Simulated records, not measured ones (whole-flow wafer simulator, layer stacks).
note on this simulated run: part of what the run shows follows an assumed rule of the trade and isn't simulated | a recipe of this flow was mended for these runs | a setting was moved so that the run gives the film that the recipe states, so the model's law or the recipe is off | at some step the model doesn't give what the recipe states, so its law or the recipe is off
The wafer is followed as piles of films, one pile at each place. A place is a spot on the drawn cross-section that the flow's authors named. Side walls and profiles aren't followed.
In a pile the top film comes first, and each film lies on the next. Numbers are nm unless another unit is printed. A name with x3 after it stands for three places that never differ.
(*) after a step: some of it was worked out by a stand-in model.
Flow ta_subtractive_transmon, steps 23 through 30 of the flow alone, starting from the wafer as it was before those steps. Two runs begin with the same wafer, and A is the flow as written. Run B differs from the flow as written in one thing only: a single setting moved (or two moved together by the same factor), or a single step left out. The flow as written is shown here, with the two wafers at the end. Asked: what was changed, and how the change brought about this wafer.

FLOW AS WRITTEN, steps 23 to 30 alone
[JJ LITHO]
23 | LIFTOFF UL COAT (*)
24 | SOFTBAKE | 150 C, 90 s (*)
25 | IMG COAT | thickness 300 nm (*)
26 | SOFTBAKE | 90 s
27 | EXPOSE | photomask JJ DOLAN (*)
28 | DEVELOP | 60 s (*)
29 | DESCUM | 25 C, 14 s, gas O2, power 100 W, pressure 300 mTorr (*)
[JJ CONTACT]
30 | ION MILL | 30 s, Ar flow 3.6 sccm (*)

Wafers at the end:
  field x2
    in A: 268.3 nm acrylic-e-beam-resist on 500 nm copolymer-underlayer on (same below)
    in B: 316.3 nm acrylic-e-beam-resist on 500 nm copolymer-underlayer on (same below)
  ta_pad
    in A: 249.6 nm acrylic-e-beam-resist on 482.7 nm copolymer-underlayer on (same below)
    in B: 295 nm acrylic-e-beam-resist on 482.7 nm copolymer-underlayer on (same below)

What caused this: step 25, IMG COAT: thickness 348 nm was run, while the flow as written has thickness 300 nm.

The path from the change to this, step by step:
  25 | IMG COAT | thickness 300 nm (*)
      field x2, jj_line: A acrylic-e-beam-resist gains 300 (new film) | B acrylic-e-beam-resist gains 348 (new film)
      lead: A acrylic-e-beam-resist gains 312.5 (new film) | B acrylic-e-beam-resist gains 362 (new film)
      (and at 2 other places as well)
  28 | DEVELOP | 60 s (*)
      jj_line: A acrylic-e-beam-resist loses 300 (all of it), copolymer-underlayer loses 500 (all of it) | B acrylic-e-beam-resist loses 348 (all of it), copolymer-underlayer loses 500 (all of it)
      lead: A acrylic-e-beam-resist loses 312.5 (all of it), copolymer-underlayer loses 554.7 (all of it) | B acrylic-e-beam-resist loses 362 (all of it), copolymer-underlayer loses 554.7 (all of it)
      (and at 1 other place as well)
